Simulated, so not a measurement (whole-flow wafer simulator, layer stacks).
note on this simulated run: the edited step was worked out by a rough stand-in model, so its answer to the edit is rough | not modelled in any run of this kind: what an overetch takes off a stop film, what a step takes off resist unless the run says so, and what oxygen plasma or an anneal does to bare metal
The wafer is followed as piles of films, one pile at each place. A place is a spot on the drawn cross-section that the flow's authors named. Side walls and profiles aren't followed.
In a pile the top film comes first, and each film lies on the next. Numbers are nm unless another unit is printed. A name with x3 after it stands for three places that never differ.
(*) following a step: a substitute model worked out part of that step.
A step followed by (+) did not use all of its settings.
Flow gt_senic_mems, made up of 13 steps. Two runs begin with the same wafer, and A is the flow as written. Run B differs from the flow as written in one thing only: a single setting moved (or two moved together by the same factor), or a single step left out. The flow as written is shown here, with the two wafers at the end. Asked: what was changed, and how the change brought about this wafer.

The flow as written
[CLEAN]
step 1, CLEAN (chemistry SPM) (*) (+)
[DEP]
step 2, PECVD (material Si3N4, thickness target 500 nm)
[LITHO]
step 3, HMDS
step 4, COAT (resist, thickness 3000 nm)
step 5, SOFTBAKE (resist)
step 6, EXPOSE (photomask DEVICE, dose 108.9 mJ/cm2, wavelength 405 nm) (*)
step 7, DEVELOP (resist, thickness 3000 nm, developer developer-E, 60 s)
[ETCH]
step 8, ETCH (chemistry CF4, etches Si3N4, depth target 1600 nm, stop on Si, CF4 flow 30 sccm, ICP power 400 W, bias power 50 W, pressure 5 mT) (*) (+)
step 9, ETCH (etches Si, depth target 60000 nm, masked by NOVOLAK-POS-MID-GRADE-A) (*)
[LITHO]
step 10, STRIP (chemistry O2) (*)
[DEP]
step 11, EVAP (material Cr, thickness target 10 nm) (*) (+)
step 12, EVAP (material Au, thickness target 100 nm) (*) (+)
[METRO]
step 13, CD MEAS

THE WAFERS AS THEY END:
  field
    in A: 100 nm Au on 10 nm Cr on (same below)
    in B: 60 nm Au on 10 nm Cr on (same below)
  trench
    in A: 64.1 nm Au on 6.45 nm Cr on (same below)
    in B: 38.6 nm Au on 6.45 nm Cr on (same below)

The reason: step 12, EVAP: thickness target 60 nm was run, while the flow as written has thickness target 100 nm.
The wafer itself shows it: field has Au 60, and step 12 as written asks for 100 nm.

How this came from the change, step by step:
  step 12, EVAP (material Au, thickness target 100 nm) (*) (+)
      field: A +100 Au (new film) | B +60 Au (new film)
      trench: A +64.1 Au (new film) | B +38.6 Au (new film)
